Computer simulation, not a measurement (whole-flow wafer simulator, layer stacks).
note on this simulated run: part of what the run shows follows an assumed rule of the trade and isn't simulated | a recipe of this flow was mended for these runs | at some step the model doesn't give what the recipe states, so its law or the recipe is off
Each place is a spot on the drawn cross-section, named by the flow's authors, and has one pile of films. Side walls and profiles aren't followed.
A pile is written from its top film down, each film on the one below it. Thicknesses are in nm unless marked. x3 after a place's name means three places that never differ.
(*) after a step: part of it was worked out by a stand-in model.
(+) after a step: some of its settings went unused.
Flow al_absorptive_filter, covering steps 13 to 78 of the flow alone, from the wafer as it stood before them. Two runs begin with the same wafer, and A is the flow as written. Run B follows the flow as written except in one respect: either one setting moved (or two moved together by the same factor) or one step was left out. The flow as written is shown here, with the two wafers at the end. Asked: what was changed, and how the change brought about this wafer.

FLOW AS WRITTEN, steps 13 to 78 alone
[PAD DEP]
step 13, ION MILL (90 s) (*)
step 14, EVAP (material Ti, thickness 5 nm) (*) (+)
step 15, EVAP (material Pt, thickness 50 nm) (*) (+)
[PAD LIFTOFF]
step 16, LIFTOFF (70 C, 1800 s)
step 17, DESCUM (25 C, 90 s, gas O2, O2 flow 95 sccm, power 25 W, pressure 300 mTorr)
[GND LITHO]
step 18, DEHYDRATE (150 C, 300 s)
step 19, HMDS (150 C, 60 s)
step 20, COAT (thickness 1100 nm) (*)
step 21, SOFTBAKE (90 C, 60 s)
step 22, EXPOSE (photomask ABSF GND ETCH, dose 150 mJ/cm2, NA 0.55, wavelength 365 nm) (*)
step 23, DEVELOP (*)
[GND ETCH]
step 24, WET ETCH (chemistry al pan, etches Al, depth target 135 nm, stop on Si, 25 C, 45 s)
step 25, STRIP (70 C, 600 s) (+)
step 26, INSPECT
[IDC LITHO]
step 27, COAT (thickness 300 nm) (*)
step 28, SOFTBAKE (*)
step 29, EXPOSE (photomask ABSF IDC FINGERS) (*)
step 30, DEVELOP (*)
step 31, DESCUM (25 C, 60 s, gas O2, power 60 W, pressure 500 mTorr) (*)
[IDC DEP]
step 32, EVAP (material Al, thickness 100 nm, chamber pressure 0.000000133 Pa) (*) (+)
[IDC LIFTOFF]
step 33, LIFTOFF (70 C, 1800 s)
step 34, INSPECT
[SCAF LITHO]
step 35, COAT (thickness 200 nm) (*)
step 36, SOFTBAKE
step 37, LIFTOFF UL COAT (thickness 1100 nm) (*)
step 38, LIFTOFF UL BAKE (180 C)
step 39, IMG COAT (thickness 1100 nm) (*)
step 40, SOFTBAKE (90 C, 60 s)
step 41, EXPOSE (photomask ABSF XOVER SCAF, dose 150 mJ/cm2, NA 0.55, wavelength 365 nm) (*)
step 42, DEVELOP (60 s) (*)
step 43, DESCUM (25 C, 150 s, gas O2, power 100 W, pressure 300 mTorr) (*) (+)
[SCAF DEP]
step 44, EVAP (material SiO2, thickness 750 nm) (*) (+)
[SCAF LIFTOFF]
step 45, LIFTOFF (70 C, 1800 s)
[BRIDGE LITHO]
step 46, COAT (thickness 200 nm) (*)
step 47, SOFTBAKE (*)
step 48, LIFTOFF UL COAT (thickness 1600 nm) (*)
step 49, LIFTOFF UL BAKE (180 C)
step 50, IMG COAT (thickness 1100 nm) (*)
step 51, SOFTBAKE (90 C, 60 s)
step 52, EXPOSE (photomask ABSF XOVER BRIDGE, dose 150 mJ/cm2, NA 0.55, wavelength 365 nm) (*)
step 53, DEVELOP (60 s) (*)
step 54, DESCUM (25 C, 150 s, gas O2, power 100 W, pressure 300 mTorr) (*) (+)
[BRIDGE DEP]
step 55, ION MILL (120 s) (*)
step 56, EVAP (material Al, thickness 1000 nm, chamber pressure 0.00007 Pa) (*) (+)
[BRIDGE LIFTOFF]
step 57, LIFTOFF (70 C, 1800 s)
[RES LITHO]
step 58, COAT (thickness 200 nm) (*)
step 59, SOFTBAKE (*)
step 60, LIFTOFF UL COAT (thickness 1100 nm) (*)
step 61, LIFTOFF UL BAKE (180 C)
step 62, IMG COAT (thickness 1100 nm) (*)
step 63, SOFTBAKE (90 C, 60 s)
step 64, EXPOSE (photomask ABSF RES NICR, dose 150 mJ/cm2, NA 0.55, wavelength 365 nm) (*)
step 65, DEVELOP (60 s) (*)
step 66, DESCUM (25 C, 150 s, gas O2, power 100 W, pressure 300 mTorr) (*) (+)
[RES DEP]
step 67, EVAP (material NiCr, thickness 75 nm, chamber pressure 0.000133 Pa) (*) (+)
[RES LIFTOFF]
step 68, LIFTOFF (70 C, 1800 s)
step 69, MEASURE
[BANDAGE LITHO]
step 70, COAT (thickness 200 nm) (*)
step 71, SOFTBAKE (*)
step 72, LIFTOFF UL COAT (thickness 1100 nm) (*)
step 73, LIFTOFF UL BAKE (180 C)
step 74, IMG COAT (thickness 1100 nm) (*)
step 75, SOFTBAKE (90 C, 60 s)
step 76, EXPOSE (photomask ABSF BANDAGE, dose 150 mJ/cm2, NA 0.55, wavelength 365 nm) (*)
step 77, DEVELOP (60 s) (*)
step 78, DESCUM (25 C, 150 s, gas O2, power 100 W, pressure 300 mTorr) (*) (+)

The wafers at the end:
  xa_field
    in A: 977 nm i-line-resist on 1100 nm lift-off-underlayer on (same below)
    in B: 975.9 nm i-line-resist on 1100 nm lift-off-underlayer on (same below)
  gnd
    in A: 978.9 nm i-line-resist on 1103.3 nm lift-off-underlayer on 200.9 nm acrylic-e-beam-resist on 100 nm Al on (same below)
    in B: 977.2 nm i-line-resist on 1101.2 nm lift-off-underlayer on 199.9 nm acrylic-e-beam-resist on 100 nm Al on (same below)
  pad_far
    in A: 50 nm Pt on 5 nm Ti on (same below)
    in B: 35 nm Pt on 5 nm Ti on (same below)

The reason: step 15, EVAP: thickness 35 nm was run, whereas the flow has thickness 50 nm.
The wafer itself shows it: pad_far has Pt 35, and step 15 as written asks for 50 nm.

Step by step, how the change led to this:
  step 15, EVAP (material Pt, thickness 50 nm) (*) (+)
      gnd, pad_far, pad_near and 11 more: A +50 Pt (new film) | B +35 Pt (new film)
  step 16, LIFTOFF (70 C, 1800 s)
      gnd, ledge, res and 9 more: A -50 Pt (all of it), -5 Ti (all of it), -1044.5 i-line-resist (all of it), -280 lift-off-underlayer (all of it) | B -35 Pt (all of it), -5 Ti (all of it), -1044.5 i-line-resist (all of it), -280 lift-off-underlayer (all of it)
  step 35, COAT (thickness 200 nm) (*)
      ledge: A +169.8 acrylic-e-beam-resist (new film) | B +164.7 acrylic-e-beam-resist (new film)
  step 45, LIFTOFF (70 C, 1800 s)
      ledge: A -750 SiO2 (all of it), -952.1 i-line-resist (all of it), -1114 lift-off-underlayer (all of it), -169.8 acrylic-e-beam-resist (all of it) | B -750 SiO2 (all of it), -953.2 i-line-resist (all of it), -1113.7 lift-off-underlayer (all of it), -164.7 acrylic-e-beam-resist (all of it)
  step 46, COAT (thickness 200 nm) (*)
      ledge: A +169.8 acrylic-e-beam-resist (new film) | B +164.7 acrylic-e-beam-resist (new film)
  step 57, LIFTOFF (70 C, 1800 s)
      ledge: A -1000 Al (all of it), -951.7 i-line-resist (all of it), -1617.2 lift-off-underlayer (all of it), -169.8 acrylic-e-beam-resist (all of it) | B -1000 Al (all of it), -952.7 i-line-resist (all of it), -1617.1 lift-off-underlayer (all of it), -164.7 acrylic-e-beam-resist (all of it)
  step 58, COAT (thickness 200 nm) (*)
      ledge: A +169.8 acrylic-e-beam-resist (new film) | B +164.7 acrylic-e-beam-resist (new film)
  step 66, DESCUM (25 C, 150 s, gas O2, power 100 W, pressure 300 mTorr) (*) (+)
      ledge: A -169.8 acrylic-e-beam-resist (all of it) | B -164.7 acrylic-e-beam-resist (all of it)
  step 70, COAT (thickness 200 nm) (*)
      ledge: A +167 acrylic-e-beam-resist (new film) | B +162.7 acrylic-e-beam-resist (new film)
